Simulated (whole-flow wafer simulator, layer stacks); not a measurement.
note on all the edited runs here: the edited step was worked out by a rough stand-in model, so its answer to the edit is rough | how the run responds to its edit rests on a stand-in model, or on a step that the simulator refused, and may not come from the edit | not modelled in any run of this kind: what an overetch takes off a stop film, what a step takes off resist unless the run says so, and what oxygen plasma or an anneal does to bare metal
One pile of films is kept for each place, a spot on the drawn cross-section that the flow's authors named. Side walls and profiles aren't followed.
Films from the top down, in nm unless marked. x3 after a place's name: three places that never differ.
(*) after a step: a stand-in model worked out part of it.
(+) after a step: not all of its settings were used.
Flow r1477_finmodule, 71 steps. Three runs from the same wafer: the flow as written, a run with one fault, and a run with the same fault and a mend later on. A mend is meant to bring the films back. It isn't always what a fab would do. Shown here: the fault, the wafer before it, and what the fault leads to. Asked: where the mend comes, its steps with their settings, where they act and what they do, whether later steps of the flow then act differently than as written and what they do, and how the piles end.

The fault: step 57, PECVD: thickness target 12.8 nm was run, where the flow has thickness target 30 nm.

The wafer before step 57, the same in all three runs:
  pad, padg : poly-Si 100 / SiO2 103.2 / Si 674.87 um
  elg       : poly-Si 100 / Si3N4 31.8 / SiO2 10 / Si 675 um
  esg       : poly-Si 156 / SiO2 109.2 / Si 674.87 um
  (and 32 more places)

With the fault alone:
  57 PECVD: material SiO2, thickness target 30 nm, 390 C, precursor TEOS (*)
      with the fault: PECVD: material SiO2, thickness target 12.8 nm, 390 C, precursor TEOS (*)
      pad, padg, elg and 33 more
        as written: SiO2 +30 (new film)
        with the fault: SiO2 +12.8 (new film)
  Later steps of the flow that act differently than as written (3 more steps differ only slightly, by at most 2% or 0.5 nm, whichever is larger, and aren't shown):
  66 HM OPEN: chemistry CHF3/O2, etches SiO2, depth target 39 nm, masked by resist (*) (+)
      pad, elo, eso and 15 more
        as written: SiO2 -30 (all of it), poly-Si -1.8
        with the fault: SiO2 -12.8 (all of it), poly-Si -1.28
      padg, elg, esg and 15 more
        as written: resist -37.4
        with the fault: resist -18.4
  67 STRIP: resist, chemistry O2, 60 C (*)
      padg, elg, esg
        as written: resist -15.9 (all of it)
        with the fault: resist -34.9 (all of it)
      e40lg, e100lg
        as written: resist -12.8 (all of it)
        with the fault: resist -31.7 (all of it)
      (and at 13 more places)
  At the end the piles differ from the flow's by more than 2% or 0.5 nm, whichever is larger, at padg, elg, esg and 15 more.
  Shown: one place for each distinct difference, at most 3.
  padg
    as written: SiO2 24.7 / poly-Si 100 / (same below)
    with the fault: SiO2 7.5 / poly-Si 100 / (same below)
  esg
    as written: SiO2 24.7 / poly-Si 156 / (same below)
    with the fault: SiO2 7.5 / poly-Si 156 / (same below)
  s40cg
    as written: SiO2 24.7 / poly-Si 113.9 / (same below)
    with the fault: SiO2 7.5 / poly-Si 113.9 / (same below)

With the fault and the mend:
  The mend comes after step 64.
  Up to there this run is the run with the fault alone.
  64a STRIP: resist, chemistry O2, 60 C
      padg, elg, esg
        resist -70 (all of it)
      e40lg, e100lg, e200lg
        resist -66.9 (all of it)
      s40sg, s45sg
        resist -91 (all of it)
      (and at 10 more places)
  64b PECVD: material SiO2, thickness target 17.2 nm, 390 C, precursor TEOS (*) (the flow's step 57 once more, with other settings)
      pad, padg, elg and 33 more
        SiO2 +17.2
  64c COAT: resist, thickness 70 nm (*) (the flow's step 60 once more)
      e40lg, e100lg, e200lg, elo, e40lo, e100lo, e200lo
        resist +66.9 (new film)
      pad, padg, elg, esg
        resist +70 (new film)
      s40sg, s45sg, s40so, s45so
        resist +91 (new film)
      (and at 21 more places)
  64d SOFTBAKE: 180 C, 180 s (*) (the flow's step 61 once more)
      changes no film at any place that is followed
  64e EXPOSE: resist, photomask GATE (the flow's step 62 once more)
      changes no film at any place that is followed
  64f DEVELOP (*) (the flow's step 63 once more)
      elo, e40lo, e100lo, e200lo
        resist -66.9 (all of it)
      eso, e40so
        resist -129.5 (all of it)
      s40so, s45so
        resist -91 (all of it)
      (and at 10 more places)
  No later step of the flow acts differently than as written at any place that is followed.
  At the end the piles are the same as the flow's at every place that both follow.
